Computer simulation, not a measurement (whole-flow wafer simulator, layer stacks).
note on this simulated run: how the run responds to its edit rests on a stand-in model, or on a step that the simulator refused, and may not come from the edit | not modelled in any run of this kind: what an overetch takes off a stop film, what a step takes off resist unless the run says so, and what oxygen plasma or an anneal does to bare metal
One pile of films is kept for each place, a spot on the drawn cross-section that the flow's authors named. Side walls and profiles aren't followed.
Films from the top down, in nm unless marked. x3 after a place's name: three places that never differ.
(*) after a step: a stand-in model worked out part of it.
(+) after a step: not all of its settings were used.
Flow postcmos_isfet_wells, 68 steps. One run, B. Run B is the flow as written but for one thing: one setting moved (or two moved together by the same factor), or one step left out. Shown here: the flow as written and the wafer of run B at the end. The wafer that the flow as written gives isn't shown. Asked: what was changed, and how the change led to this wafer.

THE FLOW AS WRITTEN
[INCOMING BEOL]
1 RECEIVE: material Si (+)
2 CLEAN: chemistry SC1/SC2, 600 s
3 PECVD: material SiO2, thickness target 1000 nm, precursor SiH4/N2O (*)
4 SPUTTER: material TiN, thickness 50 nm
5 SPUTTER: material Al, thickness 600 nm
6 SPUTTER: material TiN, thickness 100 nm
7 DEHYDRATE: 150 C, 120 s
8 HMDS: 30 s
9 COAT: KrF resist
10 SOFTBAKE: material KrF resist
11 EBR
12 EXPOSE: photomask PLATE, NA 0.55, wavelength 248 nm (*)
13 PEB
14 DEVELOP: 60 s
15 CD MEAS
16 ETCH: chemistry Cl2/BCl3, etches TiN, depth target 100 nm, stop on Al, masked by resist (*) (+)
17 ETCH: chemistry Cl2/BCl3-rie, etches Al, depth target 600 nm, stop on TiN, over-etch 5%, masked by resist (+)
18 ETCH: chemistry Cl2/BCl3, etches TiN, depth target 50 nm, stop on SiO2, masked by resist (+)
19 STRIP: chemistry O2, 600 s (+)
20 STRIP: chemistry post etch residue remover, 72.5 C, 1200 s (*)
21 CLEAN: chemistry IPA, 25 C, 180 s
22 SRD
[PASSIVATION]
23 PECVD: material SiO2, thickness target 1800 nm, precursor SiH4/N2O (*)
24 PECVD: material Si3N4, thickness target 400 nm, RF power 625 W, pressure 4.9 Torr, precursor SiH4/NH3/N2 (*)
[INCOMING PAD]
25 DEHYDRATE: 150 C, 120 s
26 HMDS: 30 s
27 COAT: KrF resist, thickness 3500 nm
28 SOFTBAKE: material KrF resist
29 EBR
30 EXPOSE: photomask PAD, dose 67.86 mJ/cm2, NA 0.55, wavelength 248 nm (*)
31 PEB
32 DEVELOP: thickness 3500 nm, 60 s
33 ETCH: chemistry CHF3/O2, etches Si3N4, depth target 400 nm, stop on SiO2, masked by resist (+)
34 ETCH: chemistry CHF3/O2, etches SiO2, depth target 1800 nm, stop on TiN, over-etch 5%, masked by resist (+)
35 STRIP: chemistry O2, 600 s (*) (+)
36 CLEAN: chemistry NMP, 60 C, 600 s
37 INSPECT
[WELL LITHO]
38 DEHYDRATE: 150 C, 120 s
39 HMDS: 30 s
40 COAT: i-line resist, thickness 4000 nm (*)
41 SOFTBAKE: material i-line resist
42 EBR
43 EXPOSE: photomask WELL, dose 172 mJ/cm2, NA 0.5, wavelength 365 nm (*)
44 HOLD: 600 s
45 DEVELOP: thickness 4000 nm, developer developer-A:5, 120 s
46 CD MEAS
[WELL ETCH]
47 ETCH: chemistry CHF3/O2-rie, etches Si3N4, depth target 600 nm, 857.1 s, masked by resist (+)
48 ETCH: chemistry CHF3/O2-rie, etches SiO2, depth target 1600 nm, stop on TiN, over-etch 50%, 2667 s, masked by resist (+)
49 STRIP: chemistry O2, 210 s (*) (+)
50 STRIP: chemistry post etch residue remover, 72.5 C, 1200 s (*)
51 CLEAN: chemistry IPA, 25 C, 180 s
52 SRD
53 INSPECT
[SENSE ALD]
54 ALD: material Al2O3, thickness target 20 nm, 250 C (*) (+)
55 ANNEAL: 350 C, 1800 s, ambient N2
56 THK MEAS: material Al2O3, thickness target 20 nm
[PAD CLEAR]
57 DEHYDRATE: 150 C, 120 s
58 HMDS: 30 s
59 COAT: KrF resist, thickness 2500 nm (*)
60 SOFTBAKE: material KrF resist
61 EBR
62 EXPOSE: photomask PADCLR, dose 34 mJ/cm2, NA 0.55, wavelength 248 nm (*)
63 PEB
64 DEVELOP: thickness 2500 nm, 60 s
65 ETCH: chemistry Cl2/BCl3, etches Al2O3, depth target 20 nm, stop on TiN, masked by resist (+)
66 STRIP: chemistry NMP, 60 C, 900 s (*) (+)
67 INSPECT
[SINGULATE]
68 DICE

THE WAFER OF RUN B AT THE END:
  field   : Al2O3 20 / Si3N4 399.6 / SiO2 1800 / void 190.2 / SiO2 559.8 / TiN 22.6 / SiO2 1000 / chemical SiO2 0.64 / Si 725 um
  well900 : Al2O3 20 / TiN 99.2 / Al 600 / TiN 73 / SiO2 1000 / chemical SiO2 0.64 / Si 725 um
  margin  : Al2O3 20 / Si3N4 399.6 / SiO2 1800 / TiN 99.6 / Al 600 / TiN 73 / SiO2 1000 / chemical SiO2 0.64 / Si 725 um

The cause: step 4, SPUTTER: thickness 73 nm was run, where the flow has thickness 50 nm.
It can be read off the wafer: well900 has TiN 73, and step 4 as written asks for 50 nm.

How the change led to this, step by step:
  4 SPUTTER: material TiN, thickness 50 nm
      field, margin, well900, well1300 x3, pad_rim, pad_clr, pad_open: TiN +73 (new film) (as written it would be: TiN +50 (new film))
  18 ETCH: chemistry Cl2/BCl3, etches TiN, depth target 50 nm, stop on SiO2, masked by resist (+)
      field: TiN -50 (as written it would be: TiN -50 (all of it))
  23 PECVD: material SiO2, thickness target 1800 nm, precursor SiH4/N2O (*)
      field: SiO2 +1800 (new film), void +190.2 (new film), SiO2 +559.8 (new film) (as written it would be: SiO2 +1800 (new film), void +189.9 (new film), SiO2 +559.7)
Counting metal films that touch as one body, field has 1 body; the flow as written gives 0 bodies.
